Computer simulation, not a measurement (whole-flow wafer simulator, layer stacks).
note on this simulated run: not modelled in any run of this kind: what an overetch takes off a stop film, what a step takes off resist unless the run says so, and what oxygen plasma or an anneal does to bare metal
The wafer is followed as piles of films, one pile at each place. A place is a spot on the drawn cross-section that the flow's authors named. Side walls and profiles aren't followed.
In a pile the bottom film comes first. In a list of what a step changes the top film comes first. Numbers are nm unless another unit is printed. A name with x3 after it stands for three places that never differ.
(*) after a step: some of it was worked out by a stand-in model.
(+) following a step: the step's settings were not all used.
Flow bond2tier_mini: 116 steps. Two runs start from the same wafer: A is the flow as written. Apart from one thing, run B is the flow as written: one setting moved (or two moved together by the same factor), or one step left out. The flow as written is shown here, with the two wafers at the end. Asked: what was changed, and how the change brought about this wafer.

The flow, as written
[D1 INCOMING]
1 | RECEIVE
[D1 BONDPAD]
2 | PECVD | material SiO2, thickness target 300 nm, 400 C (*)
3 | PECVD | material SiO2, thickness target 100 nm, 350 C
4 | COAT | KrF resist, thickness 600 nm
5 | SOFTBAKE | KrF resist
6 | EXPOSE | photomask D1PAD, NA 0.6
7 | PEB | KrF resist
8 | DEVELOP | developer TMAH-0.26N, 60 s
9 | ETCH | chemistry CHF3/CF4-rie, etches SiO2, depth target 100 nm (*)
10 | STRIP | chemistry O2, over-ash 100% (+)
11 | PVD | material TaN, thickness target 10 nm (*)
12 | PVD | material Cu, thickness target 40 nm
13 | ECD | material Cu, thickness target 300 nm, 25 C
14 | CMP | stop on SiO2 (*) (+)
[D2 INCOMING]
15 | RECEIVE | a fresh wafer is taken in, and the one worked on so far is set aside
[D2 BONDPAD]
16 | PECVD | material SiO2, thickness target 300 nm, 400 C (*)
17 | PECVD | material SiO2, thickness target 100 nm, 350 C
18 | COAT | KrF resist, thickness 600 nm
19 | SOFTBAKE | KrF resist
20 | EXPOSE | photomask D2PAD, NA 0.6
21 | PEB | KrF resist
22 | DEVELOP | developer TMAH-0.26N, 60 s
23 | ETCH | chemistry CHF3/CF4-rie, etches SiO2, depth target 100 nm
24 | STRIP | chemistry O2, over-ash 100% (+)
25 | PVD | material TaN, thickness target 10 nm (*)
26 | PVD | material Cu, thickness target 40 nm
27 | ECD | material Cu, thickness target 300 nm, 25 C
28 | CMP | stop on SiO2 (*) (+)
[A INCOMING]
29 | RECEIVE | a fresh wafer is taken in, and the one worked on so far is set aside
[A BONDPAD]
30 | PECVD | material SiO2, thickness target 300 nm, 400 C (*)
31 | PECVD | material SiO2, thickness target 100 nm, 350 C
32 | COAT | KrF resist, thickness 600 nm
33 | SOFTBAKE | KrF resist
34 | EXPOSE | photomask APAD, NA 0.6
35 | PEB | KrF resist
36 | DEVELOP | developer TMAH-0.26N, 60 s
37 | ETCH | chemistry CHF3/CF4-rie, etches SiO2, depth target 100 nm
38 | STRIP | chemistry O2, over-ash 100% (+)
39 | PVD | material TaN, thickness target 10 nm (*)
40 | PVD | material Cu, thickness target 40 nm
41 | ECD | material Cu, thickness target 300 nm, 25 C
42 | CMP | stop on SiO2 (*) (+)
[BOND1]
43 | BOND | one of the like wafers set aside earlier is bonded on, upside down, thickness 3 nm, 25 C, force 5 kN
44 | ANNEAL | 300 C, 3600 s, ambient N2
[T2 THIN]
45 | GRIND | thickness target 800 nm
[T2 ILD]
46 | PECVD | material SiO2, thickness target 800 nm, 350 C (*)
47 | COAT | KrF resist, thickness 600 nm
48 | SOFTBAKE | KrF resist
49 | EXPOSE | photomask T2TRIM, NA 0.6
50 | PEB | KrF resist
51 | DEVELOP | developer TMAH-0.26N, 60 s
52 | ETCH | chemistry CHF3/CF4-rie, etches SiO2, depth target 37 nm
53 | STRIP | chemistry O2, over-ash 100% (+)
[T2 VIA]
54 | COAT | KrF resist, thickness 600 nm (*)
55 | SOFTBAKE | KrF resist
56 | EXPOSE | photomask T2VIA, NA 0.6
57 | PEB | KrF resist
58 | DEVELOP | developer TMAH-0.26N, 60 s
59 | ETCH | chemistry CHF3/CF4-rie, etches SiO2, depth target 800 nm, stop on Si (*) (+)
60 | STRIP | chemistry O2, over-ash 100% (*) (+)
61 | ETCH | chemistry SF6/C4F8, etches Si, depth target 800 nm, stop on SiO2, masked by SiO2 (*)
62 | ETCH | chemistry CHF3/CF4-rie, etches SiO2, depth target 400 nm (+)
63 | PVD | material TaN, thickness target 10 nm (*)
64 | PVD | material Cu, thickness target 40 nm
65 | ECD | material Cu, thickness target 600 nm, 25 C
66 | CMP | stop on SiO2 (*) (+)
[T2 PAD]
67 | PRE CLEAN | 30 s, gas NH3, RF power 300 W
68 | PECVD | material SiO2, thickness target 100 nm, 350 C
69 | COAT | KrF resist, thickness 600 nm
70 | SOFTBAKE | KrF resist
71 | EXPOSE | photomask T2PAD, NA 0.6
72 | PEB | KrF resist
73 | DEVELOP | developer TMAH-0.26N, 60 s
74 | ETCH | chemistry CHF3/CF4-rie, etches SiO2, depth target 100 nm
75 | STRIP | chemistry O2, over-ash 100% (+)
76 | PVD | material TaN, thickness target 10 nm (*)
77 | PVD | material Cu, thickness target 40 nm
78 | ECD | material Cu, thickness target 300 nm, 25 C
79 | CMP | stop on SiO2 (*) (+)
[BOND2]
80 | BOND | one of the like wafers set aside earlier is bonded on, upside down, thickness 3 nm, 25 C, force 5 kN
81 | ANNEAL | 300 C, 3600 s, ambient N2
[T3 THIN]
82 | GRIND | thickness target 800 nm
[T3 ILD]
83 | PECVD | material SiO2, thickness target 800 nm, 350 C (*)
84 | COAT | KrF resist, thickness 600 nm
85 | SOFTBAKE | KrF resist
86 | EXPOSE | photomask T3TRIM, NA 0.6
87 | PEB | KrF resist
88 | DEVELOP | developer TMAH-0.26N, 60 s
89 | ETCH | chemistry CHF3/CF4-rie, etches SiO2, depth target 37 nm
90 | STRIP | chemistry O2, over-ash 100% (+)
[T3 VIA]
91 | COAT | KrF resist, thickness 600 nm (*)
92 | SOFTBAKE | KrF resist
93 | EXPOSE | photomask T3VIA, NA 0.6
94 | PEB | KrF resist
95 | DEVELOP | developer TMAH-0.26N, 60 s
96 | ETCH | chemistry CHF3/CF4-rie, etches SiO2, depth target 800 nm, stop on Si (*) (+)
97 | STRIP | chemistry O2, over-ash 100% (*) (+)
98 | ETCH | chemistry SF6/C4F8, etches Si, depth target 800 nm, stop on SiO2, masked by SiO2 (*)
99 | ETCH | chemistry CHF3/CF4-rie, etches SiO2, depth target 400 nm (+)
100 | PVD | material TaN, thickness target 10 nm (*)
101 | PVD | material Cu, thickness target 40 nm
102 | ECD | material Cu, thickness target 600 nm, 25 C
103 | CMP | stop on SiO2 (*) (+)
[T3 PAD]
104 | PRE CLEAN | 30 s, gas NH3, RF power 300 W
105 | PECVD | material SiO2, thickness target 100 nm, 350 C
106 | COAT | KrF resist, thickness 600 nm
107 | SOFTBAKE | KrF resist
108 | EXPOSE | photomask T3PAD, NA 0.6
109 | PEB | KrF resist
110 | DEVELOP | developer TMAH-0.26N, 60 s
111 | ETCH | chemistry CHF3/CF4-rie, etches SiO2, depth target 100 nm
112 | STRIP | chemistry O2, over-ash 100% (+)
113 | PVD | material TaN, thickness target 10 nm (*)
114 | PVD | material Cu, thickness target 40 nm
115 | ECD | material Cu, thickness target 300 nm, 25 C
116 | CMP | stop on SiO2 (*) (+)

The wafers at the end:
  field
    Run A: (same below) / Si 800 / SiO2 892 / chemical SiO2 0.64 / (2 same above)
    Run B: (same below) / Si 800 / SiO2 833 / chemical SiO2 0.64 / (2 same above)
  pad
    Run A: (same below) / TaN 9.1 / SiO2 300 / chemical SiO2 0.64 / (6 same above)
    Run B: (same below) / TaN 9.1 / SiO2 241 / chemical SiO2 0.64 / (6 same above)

Cause: step 17, PECVD: thickness target 41 nm was run, while the flow as written has thickness target 100 nm.

How this came from the change, step by step:
  17 | PECVD | material SiO2, thickness target 100 nm, 350 C
      field, pad, via: A SiO2 gains 100 | B SiO2 gains 41
  80 | BOND | one of the like wafers set aside earlier is bonded on, upside down, thickness 3 nm, 25 C, force 5 kN
      field: A Si gains 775 um (new film), chemical SiO2 gains 0.64 (new film), SiO2 gains 400 | B Si gains 775 um (new film), chemical SiO2 gains 0.64 (new film), SiO2 gains 341
      pad: A Si gains 775 um (new film), chemical SiO2 gains 0.64 (new film), SiO2 gains 300 (new film), TaN gains 9.1 (new film), Cu gains 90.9 | B Si gains 775 um (new film), chemical SiO2 gains 0.64 (new film), SiO2 gains 241 (new film), TaN gains 9.1 (new film), Cu gains 90.9
